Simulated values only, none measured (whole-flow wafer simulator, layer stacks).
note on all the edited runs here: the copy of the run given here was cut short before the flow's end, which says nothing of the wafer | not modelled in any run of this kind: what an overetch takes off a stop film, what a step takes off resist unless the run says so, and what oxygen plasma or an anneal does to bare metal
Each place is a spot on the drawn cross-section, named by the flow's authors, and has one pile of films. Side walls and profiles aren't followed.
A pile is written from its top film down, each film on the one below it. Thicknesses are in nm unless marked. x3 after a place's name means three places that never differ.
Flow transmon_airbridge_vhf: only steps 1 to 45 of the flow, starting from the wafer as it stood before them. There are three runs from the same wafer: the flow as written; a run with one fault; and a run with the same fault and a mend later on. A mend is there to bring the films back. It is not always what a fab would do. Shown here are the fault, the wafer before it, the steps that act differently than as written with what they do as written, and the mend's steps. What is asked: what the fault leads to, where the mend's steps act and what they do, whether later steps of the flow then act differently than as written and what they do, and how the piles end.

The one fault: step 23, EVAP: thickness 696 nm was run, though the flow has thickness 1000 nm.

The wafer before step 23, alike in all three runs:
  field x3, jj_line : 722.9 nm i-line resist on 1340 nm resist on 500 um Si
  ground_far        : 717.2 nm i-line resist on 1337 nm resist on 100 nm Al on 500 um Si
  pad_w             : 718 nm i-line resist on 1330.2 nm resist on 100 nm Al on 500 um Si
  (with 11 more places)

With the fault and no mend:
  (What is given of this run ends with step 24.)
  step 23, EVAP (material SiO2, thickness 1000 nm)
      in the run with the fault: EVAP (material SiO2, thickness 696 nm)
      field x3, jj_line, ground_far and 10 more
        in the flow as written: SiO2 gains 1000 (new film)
        in the run with the fault: SiO2 gains 696 (new film)
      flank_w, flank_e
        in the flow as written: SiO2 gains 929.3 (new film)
        in the run with the fault: SiO2 gains 646.8 (new film)
  Steps later in the flow that act otherwise than as written:
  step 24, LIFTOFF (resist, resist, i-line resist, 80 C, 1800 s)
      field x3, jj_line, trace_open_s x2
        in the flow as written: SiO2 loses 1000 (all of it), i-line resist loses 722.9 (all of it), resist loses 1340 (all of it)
        in the run with the fault: SiO2 loses 696 (all of it), i-line resist loses 722.9 (all of it), resist loses 1340 (all of it)
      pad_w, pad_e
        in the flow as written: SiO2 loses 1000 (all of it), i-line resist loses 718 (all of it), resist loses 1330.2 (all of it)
        in the run with the fault: SiO2 loses 696 (all of it), i-line resist loses 718 (all of it), resist loses 1330.2 (all of it)
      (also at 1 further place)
  After step 24, at flank_w, gap_w, cpw_trace, gap_e, flank_e, margin_s, bridge_strip, margin_n, the piles differ from the flow's by more than 2% or 0.5 nm, whichever is larger.
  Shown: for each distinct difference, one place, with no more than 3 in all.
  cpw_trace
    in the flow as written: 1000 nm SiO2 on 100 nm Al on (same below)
    in the run with the fault: 696 nm SiO2 on 100 nm Al on (same below)
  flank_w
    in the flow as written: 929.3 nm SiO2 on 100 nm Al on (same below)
    in the run with the fault: 646.8 nm SiO2 on 100 nm Al on (same below)
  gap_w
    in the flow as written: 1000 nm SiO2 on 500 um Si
    in the run with the fault: 696 nm SiO2 on 500 um Si

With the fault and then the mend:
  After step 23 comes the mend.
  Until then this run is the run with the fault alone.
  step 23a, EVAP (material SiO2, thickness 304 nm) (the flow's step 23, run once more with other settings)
      field x3, jj_line, ground_far and 10 more
        SiO2 gains 304
      flank_w, flank_e
        SiO2 gains 282.8
  None of the later steps of the flow differs from how it acts as written, at any place that is followed, by more than 2% or 0.5 nm, whichever is larger.
  The piles end only slightly different from the flow's at the places that both follow, by no more than 2% or 0.5 nm, whichever is larger.
